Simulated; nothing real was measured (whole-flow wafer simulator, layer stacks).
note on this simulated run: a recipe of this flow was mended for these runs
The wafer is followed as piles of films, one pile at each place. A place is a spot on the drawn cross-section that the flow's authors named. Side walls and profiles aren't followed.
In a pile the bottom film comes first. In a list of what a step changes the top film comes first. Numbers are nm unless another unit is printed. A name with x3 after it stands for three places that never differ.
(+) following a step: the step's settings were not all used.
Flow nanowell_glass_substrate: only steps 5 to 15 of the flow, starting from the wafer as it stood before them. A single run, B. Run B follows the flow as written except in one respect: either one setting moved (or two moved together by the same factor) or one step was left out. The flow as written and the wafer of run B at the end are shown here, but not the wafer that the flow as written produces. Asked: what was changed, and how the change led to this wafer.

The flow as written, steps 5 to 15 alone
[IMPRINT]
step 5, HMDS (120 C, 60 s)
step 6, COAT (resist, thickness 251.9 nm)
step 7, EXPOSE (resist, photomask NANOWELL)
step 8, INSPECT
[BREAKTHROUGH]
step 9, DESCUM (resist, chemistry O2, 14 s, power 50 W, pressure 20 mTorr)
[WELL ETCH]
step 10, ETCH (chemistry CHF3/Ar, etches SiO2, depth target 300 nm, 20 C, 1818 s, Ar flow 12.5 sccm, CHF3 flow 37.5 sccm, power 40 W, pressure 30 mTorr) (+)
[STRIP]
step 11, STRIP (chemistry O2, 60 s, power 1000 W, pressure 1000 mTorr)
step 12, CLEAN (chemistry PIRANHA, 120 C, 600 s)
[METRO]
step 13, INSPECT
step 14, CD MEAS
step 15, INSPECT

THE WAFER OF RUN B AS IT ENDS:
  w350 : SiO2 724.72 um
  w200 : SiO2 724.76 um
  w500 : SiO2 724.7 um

The reason: step 6, COAT: thickness 288.2 nm was run, though the flow has thickness 251.9 nm.

How this came from the change, step by step:
  step 6, COAT (resist, thickness 251.9 nm)
      land, w350, w200, w500, w700: +288.2 resist (new film) (in the flow as written it would be: +251.9 resist (new film))
  step 7, EXPOSE (resist, photomask NANOWELL)
      land: +36 resist (in the flow as written it would be: +39.3 resist)
  step 9, DESCUM (resist, chemistry O2, 14 s, power 50 W, pressure 20 mTorr)
      w350, w200, w500, w700: -34.9 resist (in the flow as written it would be: -18.2 resist (all of it))
  step 10, ETCH (chemistry CHF3/Ar, etches SiO2, depth target 300 nm, 20 C, 1818 s, Ar flow 12.5 sccm, CHF3 flow 37.5 sccm, power 40 W, pressure 30 mTorr) (+)
      w350: -16.4 resist (all of it), -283 SiO2 (in the flow as written it would be: -300 SiO2)
      w200: -16.4 resist (all of it), -242.4 SiO2 (in the flow as written it would be: -260.5 SiO2)
      (as well as at 2 more places)
  step 11, STRIP (chemistry O2, 60 s, power 1000 W, pressure 1000 mTorr)
      land: -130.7 resist (all of it) (in the flow as written it would be: -100.2 resist (all of it))
